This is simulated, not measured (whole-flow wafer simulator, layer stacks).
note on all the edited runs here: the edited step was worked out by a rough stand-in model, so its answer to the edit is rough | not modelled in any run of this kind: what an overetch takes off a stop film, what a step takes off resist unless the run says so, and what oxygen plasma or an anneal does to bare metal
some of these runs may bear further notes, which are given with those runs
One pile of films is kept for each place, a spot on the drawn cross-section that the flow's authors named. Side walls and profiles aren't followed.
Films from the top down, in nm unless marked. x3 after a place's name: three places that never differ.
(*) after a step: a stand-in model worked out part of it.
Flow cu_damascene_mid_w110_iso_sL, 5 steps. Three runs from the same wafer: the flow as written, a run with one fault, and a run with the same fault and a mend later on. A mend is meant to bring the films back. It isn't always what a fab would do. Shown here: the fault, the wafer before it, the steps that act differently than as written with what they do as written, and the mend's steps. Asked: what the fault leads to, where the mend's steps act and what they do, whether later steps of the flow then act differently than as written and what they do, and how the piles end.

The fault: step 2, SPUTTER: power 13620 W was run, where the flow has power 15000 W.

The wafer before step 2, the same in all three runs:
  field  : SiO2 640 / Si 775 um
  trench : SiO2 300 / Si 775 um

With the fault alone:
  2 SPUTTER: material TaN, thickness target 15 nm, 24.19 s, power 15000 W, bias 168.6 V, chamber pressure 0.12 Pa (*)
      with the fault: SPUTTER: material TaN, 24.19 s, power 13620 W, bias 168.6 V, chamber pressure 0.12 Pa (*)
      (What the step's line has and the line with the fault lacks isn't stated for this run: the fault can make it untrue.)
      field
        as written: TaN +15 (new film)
        with the fault: TaN +13.6 (new film)
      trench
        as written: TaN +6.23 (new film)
        with the fault: TaN +5.66 (new film)
  No later step of the flow acts differently than as written, at any place that is followed, by more than 2% or 0.5 nm, whichever is larger.
  At the end the piles differ from the flow's by more than 2% or 0.5 nm, whichever is larger, at field, trench.
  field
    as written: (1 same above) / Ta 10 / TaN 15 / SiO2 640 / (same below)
    with the fault: (1 same above) / Ta 10 / TaN 13.6 / SiO2 640 / (same below)
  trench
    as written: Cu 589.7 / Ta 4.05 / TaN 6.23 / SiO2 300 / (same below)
    with the fault: Cu 588.9 / Ta 4.06 / TaN 5.66 / SiO2 300 / (same below)

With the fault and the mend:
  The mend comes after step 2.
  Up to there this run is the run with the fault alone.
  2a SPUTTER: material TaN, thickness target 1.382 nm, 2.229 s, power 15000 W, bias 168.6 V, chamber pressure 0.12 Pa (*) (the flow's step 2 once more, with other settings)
      field
        TaN +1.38
      trench
        TaN +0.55
  No later step of the flow acts differently than as written at any place that is followed.
  At the end the piles differ from the flow's only slightly at the places that both follow, by at most 2% or 0.5 nm, whichever is larger.
